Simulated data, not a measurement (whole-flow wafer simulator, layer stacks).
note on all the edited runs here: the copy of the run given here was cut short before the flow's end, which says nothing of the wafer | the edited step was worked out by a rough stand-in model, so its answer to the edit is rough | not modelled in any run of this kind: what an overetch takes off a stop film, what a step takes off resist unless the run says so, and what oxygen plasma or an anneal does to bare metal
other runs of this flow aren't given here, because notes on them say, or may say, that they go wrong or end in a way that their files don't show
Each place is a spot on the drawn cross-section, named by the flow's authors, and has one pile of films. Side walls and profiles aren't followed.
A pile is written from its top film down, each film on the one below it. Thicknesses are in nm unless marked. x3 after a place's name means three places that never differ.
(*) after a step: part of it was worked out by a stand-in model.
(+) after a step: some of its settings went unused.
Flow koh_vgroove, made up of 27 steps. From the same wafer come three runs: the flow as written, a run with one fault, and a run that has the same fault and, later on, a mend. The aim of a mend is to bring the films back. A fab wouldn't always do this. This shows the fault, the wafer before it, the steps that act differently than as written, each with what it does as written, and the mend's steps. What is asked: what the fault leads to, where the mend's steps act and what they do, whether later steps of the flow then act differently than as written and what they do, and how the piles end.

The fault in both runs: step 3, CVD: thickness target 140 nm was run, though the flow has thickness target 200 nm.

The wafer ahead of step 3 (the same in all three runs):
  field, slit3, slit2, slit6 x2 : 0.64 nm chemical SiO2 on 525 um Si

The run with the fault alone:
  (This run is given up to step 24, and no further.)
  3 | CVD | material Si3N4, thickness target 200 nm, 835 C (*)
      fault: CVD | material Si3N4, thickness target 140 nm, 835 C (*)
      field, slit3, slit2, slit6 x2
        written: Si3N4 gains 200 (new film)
        fault: Si3N4 gains 140 (new film)
  Steps later in the flow that act otherwise than as written:
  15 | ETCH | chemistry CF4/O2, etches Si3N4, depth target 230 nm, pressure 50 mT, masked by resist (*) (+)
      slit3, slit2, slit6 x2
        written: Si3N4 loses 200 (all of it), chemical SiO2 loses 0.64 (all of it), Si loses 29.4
        fault: Si3N4 loses 140 (all of it), chemical SiO2 loses 0.64 (all of it), Si loses 89.4
  After step 24, at field, the piles differ from the flow's by more than 2% or 0.5 nm, whichever is larger.
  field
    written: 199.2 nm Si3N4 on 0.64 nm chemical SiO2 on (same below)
    fault: 139.2 nm Si3N4 on 0.64 nm chemical SiO2 on (same below)

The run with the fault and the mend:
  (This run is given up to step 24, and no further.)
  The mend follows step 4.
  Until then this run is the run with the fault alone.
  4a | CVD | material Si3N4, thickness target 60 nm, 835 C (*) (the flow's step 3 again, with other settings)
      field, slit3, slit2, slit6 x2
        Si3N4 gains 60
  Every later step of the flow up to step 24 that is run acts as written at every place that is followed.
  At every place that both follow, the piles after step 24 match the flow's.
